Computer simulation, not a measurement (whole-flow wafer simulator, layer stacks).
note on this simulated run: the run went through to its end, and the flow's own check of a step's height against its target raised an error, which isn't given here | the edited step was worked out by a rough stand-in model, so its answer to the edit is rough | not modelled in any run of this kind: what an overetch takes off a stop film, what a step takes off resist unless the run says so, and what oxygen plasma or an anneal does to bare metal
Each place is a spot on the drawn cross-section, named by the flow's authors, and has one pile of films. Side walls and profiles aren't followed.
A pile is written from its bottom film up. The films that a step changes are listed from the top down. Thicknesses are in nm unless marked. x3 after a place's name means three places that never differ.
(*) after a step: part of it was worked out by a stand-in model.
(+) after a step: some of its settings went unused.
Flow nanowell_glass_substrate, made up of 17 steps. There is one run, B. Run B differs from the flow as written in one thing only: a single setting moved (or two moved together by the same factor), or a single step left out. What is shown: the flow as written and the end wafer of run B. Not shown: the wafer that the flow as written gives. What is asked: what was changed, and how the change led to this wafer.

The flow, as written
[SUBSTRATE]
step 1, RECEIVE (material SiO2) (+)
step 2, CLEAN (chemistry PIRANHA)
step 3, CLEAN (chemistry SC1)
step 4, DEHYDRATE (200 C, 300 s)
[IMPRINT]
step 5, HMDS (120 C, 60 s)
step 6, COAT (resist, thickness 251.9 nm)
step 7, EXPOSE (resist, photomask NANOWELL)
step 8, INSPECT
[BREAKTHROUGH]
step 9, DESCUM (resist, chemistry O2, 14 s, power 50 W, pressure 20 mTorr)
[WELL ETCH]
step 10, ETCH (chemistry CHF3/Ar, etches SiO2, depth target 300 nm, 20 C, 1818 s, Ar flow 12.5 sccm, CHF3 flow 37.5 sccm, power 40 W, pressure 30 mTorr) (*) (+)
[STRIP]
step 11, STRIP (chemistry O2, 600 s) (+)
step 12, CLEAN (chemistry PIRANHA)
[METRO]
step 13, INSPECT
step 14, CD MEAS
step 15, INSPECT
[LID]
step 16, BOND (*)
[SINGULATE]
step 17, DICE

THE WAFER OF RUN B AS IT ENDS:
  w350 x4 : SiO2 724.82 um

Cause: step 10, ETCH: depth target 175.5 nm was run, while the flow as written has depth target 300 nm; step 10, ETCH: 1064 s was run, where the flow has 1818 s.

Step by step, how the change led to this:
  step 10, ETCH (chemistry CHF3/Ar, etches SiO2, depth target 300 nm, 20 C, 1818 s, Ar flow 12.5 sccm, CHF3 flow 37.5 sccm, power 40 W, pressure 30 mTorr) (*) (+)
      w350 x4: -175.5 SiO2 (in the flow as written it would be: -300 SiO2)
      land: -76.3 resist (in the flow as written it would be: -130.4 resist)
  step 11, STRIP (chemistry O2, 600 s) (+)
      land: -180 resist (all of it) (in the flow as written it would be: -125.9 resist (all of it))
